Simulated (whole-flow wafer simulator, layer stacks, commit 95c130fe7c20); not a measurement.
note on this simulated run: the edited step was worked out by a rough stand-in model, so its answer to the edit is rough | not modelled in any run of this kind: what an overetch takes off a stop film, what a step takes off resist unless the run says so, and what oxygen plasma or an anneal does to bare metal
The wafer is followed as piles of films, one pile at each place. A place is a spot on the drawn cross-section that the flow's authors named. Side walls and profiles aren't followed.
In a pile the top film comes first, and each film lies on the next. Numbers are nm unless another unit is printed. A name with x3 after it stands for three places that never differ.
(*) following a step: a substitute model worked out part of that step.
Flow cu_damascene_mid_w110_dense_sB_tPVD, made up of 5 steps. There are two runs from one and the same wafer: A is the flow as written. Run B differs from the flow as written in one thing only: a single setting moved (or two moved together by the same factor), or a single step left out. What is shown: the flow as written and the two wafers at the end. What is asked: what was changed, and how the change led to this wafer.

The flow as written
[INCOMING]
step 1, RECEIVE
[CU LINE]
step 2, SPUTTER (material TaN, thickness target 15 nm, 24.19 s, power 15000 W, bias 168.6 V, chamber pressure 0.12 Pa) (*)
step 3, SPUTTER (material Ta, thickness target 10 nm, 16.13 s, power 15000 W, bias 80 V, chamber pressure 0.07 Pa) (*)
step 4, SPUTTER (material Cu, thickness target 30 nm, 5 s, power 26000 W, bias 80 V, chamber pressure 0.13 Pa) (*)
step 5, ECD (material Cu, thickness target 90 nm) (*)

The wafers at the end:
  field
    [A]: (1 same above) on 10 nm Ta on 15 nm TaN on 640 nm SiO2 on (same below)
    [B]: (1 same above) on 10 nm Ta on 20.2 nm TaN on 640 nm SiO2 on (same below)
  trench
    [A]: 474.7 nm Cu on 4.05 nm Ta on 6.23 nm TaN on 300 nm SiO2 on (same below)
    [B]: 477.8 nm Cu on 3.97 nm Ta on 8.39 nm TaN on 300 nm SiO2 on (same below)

What caused this: step 2, SPUTTER: thickness target 20.2 nm was run, though the flow has thickness target 15 nm; step 2, SPUTTER: 32.66 s was run, where the flow has 24.19 s.
One can read it off the wafer: field has TaN 20.2, and step 2 as written asks for 15 nm.

The path from the change to this, step by step:
  step 2, SPUTTER (material TaN, thickness target 15 nm, 24.19 s, power 15000 W, bias 168.6 V, chamber pressure 0.12 Pa) (*)
      field: A TaN gains 15 (new film) | B TaN gains 20.2 (new film)
      trench: A TaN gains 6.23 (new film) | B TaN gains 8.39 (new film)
